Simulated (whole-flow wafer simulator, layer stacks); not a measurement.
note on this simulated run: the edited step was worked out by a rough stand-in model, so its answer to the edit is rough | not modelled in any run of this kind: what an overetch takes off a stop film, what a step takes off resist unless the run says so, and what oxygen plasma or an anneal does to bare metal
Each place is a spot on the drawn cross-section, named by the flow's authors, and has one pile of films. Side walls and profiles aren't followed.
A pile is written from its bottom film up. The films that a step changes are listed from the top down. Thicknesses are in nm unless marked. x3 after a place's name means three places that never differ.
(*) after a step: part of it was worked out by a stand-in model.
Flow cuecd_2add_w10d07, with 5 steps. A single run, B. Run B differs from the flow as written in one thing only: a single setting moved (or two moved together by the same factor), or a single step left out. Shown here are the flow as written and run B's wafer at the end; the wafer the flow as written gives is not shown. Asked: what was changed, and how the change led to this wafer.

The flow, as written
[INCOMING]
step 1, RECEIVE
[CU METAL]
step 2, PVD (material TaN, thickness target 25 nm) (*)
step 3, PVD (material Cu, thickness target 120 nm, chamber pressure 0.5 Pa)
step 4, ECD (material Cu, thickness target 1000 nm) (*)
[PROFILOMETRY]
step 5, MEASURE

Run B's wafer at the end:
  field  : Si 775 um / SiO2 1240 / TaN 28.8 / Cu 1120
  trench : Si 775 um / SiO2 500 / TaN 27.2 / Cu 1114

The reason: step 2, PVD: thickness target 28.8 nm was run, though the flow has thickness target 25 nm.
The wafer lets one read it off: field has TaN 28.8, and step 2 as written asks for 25 nm.

The path from the change to this, step by step:
  step 2, PVD (material TaN, thickness target 25 nm) (*)
      field: TaN gains 28.8 (new film) (it would be, as written: TaN gains 25 (new film))
      trench: TaN gains 27.2 (new film) (it would be, as written: TaN gains 23.7 (new film))
